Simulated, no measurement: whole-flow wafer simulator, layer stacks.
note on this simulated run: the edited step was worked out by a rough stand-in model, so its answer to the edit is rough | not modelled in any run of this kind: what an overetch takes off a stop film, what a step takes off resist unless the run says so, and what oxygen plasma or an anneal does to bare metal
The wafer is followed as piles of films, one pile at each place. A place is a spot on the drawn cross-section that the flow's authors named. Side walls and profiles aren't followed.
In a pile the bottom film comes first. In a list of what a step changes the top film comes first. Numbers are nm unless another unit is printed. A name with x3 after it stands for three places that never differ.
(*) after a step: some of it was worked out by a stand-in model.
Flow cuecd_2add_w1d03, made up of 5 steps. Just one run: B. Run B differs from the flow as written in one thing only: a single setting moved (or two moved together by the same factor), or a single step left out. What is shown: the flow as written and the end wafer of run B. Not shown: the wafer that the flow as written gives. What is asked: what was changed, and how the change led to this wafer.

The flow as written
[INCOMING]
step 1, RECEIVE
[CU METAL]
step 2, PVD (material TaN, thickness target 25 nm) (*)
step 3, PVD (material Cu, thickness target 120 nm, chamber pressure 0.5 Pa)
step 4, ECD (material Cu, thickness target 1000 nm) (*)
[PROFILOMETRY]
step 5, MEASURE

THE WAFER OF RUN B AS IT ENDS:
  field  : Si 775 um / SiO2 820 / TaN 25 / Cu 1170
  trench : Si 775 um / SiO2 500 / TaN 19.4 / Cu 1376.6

Cause: step 4, ECD: thickness target 1050 nm was run, while the flow as written has thickness target 1000 nm.

Step by step, how the change led to this:
  step 4, ECD (material Cu, thickness target 1000 nm) (*)
      field: +1050 Cu (in the flow as written it would be: +1000 Cu)
      trench: +1283.2 Cu (in the flow as written it would be: +1226.8 Cu)
